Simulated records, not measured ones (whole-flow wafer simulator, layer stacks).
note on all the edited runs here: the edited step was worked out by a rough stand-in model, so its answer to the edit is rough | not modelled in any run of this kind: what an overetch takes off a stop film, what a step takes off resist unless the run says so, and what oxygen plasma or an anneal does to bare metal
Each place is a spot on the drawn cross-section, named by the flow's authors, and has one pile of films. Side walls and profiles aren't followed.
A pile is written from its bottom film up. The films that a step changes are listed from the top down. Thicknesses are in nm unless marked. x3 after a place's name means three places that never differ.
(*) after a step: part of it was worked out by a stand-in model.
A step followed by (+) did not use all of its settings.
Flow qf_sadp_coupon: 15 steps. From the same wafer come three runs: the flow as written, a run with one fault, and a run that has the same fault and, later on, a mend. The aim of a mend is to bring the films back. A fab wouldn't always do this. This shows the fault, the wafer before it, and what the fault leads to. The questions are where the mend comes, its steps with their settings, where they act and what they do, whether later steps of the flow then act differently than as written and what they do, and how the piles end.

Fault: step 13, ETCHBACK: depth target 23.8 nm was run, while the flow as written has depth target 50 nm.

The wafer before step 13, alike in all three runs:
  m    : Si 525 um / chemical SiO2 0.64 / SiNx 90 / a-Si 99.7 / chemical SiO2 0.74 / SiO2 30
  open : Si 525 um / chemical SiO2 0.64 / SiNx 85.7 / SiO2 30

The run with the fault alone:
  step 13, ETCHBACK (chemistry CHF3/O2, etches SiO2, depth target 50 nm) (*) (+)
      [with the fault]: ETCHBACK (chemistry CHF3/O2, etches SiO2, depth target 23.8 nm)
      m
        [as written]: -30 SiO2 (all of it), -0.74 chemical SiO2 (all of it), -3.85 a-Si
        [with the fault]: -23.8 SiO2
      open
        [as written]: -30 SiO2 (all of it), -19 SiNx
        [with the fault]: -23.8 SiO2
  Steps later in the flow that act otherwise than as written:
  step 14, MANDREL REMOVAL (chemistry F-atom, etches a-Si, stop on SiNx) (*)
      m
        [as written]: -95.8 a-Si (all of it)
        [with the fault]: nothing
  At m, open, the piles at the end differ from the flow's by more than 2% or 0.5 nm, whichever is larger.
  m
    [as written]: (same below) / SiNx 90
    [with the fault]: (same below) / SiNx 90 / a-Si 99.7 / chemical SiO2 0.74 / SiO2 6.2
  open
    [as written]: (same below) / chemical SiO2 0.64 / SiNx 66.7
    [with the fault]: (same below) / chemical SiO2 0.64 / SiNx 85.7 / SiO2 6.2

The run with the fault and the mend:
  The mend stands after step 13.
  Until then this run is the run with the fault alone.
  step 13a, ETCHBACK (chemistry CHF3/O2, etches SiO2, depth target 26.2 nm) (*) (+) (the flow's step 13, run once more with other settings)
      m
        -6.2 SiO2 (all of it), -0.74 chemical SiO2 (all of it), -3.85 a-Si
      open
        -6.2 SiO2 (all of it), -19 SiNx
  Later steps of the flow that are run all act as written at every place that is followed.
  At every place that both follow, the piles at the end match the flow's.
